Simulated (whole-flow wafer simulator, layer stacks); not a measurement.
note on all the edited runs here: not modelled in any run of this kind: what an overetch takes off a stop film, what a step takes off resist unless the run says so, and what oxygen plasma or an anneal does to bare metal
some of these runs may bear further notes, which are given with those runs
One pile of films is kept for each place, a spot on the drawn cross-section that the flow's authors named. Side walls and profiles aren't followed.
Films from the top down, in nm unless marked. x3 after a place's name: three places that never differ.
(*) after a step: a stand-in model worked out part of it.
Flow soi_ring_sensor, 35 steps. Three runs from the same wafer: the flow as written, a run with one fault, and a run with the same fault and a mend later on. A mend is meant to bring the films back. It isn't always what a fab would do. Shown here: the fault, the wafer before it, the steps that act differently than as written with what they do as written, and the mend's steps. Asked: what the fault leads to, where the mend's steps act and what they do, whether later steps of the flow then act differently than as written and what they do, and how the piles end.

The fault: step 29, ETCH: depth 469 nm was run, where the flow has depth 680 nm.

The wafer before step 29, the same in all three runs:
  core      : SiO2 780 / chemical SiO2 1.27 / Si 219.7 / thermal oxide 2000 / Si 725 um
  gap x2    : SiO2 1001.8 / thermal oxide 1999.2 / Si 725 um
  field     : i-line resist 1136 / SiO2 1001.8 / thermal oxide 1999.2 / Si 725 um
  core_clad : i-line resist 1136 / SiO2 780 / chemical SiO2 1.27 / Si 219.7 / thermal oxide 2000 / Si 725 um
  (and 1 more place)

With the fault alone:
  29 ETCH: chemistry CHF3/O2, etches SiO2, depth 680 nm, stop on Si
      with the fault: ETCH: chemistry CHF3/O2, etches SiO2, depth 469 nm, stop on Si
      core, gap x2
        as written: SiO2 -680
        with the fault: SiO2 -469
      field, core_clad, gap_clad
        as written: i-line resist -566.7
        with the fault: i-line resist -390.8
  Later steps of the flow that act differently than as written:
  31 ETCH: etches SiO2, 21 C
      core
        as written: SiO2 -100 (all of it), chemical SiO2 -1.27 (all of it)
        with the fault: SiO2 -311 (all of it), chemical SiO2 -1.27 (all of it)
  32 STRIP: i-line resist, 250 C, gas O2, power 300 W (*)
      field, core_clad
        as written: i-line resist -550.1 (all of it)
        with the fault: i-line resist -725.9 (all of it)
  At the end the piles differ from the flow's only slightly at the places that both follow, by at most 2% or 0.5 nm, whichever is larger.

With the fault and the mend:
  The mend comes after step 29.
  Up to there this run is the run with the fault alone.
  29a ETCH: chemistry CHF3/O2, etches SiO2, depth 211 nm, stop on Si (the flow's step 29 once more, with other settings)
      core, gap x2
        SiO2 -211
      field, core_clad, gap_clad
        i-line resist -175.8
  No later step of the flow acts differently than as written at any place that is followed.
  At the end the piles are the same as the flow's at every place that both follow.
